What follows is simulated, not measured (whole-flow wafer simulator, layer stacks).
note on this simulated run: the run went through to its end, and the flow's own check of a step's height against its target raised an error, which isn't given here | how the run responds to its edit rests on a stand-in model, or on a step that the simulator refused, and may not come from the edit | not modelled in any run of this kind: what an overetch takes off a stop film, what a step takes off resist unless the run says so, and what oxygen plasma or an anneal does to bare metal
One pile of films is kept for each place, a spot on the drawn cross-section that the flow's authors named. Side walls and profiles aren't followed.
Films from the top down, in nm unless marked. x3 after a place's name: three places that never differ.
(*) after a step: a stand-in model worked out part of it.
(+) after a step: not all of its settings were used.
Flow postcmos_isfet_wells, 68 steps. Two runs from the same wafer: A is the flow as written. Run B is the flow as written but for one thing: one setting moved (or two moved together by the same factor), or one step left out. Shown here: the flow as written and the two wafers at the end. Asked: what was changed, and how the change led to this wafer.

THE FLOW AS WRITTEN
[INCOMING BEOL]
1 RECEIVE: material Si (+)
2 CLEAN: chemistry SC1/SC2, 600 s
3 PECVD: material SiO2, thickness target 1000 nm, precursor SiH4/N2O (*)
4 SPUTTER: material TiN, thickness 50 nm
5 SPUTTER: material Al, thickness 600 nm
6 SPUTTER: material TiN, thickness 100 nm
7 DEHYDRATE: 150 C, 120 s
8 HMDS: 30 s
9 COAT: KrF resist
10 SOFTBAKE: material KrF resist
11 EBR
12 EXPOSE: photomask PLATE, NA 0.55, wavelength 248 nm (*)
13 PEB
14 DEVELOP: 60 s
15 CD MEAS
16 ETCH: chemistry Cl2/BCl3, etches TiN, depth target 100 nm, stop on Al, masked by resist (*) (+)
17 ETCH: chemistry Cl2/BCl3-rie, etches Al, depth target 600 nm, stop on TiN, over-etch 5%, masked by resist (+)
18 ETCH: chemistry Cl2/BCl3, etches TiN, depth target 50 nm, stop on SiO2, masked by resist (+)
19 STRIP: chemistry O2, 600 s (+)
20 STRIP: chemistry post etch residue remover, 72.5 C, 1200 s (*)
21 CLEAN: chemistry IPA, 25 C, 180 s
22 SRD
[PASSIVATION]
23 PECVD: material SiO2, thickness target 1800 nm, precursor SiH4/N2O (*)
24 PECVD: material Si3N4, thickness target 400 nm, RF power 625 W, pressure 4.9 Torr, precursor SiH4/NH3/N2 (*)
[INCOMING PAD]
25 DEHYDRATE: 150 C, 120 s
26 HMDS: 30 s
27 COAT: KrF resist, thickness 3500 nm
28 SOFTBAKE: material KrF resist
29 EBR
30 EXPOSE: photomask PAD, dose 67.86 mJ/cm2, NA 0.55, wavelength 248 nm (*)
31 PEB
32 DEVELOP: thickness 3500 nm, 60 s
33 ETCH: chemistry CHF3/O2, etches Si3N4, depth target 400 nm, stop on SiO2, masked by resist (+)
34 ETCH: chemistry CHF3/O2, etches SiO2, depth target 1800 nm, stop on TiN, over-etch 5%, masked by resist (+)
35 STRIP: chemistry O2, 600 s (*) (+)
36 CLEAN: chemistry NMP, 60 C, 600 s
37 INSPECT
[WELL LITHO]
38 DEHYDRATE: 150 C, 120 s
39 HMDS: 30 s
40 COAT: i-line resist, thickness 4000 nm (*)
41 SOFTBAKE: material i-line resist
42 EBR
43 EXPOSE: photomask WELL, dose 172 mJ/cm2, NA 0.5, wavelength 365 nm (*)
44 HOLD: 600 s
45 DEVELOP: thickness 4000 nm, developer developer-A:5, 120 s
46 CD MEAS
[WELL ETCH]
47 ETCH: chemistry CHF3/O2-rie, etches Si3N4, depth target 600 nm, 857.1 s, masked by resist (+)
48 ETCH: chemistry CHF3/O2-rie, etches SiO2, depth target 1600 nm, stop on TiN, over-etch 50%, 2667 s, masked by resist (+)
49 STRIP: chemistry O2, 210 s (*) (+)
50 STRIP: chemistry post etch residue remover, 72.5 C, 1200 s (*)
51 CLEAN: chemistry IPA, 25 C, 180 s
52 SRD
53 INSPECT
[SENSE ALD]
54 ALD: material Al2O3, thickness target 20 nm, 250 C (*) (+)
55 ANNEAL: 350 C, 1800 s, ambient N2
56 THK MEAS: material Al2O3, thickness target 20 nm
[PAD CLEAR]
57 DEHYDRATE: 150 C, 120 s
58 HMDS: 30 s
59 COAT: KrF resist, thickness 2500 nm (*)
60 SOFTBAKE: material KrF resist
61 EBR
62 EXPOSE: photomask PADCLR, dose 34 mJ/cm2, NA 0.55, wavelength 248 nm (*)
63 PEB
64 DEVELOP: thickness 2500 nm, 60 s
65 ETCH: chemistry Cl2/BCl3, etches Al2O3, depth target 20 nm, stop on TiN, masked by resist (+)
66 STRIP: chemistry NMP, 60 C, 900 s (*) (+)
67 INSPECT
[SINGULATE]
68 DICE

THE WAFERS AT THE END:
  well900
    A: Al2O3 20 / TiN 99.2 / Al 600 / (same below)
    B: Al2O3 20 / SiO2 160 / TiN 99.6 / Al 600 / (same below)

The cause: step 48, ETCH: depth target 960 nm was run, where the flow has depth target 1600 nm; step 48, ETCH: 1600 s was run, where the flow has 2667 s.

How the change led to this, step by step:
  48 ETCH: chemistry CHF3/O2-rie, etches SiO2, depth target 1600 nm, stop on TiN, over-etch 50%, 2667 s, masked by resist (+)
      well900, well1300 x3: A SiO2 -1600 (all of it) | B SiO2 -1440
      field, margin, pad_rim, pad_clr, pad_open: A i-line resist -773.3 | B i-line resist -464
  49 STRIP: chemistry O2, 210 s (*) (+)
      field, margin, pad_rim: A i-line resist -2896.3 (all of it) | B i-line resist -3205.7 (all of it)
      pad_clr: A i-line resist -1996.5 (all of it) | B i-line resist -2305.8 (all of it)
      (and at 1 more place)
  59 COAT: KrF resist, thickness 2500 nm (*)
      field: A KrF resist +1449 (new film) | B KrF resist +1525.6 (new film)
      margin: A KrF resist +1448.9 (new film) | B KrF resist +1525.6 (new film)
  66 STRIP: chemistry NMP, 60 C, 900 s (*) (+)
      field, margin: A KrF resist -1400.1 (all of it) | B KrF resist -1476.2 (all of it)
